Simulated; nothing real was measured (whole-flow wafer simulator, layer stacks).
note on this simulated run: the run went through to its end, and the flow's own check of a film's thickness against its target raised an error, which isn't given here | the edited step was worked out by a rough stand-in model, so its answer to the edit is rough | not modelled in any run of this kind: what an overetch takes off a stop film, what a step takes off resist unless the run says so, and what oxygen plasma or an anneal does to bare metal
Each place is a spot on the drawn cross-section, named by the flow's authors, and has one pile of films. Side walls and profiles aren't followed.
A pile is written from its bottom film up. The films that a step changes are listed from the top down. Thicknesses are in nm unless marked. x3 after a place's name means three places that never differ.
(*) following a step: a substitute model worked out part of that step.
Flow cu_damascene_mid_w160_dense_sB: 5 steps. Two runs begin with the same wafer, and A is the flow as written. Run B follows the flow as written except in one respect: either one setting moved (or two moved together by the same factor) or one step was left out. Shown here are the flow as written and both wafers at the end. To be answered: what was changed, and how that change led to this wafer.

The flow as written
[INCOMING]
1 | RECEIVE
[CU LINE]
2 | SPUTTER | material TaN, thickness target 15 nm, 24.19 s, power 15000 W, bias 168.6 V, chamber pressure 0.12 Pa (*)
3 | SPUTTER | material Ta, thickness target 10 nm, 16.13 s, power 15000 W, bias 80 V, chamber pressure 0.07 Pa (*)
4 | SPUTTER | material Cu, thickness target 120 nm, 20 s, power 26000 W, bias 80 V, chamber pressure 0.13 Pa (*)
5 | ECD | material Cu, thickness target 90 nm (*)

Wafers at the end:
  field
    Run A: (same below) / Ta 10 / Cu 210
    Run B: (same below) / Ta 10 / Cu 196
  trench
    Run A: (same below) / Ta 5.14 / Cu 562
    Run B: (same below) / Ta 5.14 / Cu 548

What caused this: step 5, ECD: thickness target 76 nm was run, though the flow has thickness target 90 nm.

Step by step, how the change led to this:
  5 | ECD | material Cu, thickness target 90 nm (*)
      field: A Cu gains 90 | B Cu gains 76
      trench: A Cu gains 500 | B Cu gains 486
